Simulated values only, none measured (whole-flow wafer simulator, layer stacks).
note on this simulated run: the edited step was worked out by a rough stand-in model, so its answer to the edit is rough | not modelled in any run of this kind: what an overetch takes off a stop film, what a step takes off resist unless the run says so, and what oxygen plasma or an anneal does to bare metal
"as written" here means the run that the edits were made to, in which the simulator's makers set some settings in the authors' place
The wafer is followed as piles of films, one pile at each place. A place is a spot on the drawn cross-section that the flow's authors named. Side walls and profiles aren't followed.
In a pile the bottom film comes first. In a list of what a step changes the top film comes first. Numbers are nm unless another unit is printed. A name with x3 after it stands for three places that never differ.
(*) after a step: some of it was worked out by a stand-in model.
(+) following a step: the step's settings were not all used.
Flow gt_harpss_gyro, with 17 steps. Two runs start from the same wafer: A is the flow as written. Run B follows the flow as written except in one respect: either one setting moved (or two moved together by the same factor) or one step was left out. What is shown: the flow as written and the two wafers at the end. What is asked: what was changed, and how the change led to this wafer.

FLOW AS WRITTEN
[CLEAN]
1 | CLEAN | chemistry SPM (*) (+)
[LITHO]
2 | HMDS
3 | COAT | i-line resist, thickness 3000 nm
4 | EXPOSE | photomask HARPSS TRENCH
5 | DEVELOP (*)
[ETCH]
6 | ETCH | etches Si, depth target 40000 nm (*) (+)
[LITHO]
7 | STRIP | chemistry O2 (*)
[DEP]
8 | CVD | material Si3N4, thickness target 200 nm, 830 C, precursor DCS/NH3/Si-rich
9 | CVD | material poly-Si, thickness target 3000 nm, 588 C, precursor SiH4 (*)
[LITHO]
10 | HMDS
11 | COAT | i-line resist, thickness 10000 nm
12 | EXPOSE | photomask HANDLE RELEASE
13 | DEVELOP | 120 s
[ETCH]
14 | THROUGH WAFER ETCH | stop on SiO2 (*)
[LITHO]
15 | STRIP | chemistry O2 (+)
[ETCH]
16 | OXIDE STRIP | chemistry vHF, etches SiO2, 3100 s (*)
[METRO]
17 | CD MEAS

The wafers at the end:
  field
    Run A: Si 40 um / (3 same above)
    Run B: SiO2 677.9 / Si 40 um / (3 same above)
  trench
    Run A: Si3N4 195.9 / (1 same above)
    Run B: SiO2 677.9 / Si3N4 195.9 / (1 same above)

What caused this: step 16, OXIDE STRIP: 1705 s was run, whereas the flow has 3100 s.

The path from the change to this, step by step:
  16 | OXIDE STRIP | chemistry vHF, etches SiO2, 3100 s (*)
      field: A under 4 films: SiO2 loses 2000 (all of it) | B under 4 films: SiO2 loses 1322.1
      trench: A under 2 films: SiO2 loses 2000 (all of it) | B under 2 films: SiO2 loses 1322.1
